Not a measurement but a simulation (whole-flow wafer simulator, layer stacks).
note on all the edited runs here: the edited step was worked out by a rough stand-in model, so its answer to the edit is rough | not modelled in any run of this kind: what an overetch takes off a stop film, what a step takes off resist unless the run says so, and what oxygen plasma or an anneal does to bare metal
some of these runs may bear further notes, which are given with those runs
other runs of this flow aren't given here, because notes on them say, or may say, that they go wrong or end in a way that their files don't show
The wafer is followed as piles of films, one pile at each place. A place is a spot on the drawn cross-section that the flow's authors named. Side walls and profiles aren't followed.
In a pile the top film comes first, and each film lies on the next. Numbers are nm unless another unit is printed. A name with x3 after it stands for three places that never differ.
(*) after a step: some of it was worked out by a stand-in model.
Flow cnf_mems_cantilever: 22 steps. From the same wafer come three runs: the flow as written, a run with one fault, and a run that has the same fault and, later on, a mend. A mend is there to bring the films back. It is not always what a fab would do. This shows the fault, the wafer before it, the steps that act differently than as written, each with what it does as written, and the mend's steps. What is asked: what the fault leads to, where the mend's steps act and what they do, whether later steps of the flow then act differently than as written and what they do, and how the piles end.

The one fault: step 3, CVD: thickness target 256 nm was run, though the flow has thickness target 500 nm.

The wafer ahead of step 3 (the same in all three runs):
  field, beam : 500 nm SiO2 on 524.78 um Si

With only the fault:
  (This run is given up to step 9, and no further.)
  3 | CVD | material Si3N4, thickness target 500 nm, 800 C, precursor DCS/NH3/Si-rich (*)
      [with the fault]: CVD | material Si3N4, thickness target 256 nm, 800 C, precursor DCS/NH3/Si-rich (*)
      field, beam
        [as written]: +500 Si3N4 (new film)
        [with the fault]: +256 Si3N4 (new film)
  None of the later steps of the flow up to step 9 acts differently than as written at any place that is followed.
  After step 9, at field, beam, the piles differ from the flow's by more than 2% or 0.5 nm, whichever is larger.
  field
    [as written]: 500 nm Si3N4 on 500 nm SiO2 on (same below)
    [with the fault]: 256 nm Si3N4 on 500 nm SiO2 on (same below)
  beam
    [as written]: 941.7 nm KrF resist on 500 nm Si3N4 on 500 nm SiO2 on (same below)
    [with the fault]: 941.7 nm KrF resist on 256 nm Si3N4 on 500 nm SiO2 on (same below)

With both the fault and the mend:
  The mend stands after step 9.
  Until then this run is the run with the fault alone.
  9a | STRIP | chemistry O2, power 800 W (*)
      beam
        -941.7 KrF resist (all of it)
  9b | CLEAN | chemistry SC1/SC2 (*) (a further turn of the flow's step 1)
      alters no film at any place that is followed
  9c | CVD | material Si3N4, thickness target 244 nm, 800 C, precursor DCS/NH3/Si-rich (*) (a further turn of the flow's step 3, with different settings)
      field, beam
        +244 Si3N4
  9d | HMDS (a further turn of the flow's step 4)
      alters no film at any place that is followed
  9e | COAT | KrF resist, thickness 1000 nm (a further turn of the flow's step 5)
      field, beam
        +1000 KrF resist (new film)
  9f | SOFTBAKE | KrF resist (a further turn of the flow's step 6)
      alters no film at any place that is followed
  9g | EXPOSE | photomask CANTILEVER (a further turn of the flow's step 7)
      alters no film at any place that is followed
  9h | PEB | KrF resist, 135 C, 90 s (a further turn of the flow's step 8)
      field, beam
        -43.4 KrF resist
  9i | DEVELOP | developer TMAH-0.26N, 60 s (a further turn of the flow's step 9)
      field
        -956.6 KrF resist (all of it)
      beam
        -14.9 KrF resist
  None of the later steps of the flow acts differently than as written at any place that is followed.
  At every place that both follow, the piles at the end match the flow's.
